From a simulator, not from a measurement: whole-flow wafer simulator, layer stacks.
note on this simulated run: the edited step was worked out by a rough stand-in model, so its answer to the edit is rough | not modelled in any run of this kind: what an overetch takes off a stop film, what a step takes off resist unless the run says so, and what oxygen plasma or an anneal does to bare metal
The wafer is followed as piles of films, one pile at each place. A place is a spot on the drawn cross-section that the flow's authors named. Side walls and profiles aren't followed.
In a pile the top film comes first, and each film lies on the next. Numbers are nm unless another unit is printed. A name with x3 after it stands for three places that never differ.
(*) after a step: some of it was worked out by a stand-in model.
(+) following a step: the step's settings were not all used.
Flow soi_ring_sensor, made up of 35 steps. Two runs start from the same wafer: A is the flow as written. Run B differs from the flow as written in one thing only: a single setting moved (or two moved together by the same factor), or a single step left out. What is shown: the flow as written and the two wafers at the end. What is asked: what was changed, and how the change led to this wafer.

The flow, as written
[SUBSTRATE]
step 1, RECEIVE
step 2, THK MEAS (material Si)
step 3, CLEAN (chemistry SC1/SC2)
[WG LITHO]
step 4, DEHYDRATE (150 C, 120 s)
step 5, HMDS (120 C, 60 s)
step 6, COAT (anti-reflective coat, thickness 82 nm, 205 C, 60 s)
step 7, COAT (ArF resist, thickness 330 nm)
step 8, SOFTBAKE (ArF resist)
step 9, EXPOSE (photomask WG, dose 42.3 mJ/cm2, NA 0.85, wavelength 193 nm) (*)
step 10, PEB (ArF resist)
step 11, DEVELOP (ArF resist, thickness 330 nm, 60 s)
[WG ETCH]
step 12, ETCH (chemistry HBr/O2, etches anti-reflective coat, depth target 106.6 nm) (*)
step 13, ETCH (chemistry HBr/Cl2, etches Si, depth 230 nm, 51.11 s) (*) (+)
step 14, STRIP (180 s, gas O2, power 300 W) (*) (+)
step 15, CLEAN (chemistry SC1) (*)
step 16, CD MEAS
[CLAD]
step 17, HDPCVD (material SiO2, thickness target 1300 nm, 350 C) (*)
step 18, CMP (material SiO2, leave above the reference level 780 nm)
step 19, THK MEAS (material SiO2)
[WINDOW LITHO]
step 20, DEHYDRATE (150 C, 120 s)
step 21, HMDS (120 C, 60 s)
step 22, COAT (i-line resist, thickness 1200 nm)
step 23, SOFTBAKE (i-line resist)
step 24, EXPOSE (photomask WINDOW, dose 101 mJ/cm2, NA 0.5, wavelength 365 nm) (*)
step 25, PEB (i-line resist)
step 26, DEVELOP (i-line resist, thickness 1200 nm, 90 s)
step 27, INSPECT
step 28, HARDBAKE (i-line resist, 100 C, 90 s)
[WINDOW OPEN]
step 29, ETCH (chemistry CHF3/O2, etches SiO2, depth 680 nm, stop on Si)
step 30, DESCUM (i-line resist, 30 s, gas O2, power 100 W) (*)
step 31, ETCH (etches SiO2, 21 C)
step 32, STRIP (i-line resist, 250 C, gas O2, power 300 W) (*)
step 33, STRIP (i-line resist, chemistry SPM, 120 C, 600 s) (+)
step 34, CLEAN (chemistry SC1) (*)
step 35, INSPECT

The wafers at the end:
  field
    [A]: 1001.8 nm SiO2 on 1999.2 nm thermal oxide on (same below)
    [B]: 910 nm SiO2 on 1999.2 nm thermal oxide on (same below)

Cause: step 17, HDPCVD: thickness target 910 nm was run, while the flow as written has thickness target 1300 nm.

How this came from the change, step by step:
  step 17, HDPCVD (material SiO2, thickness target 1300 nm, 350 C) (*)
      core, gap, window, field, core_clad, gap_clad: A SiO2 gains 1300 (new film) | B SiO2 gains 910 (new film)
  step 18, CMP (material SiO2, leave above the reference level 780 nm)
      gap, window, field, gap_clad: A SiO2 loses 298.2 | B nothing
      core, core_clad: A SiO2 loses 520 | B SiO2 loses 130
  step 22, COAT (i-line resist, thickness 1200 nm)
      core, core_clad: A i-line resist gains 1200 (new film) | B i-line resist gains 1120 (new film)
  step 23, SOFTBAKE (i-line resist)
      core, core_clad: A nothing | B i-line resist loses 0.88
      gap, gap_clad: A nothing | B i-line resist loses 1.12
  step 25, PEB (i-line resist)
      core, core_clad: A i-line resist loses 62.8 | B i-line resist loses 58.4
  step 26, DEVELOP (i-line resist, thickness 1200 nm, 90 s)
      core: A i-line resist loses 1137.2 (all of it) | B i-line resist loses 1060.7 (all of it)
  step 32, STRIP (i-line resist, 250 C, gas O2, power 300 W) (*)
      core_clad: A i-line resist loses 550.1 (all of it) | B i-line resist loses 473.8 (all of it)
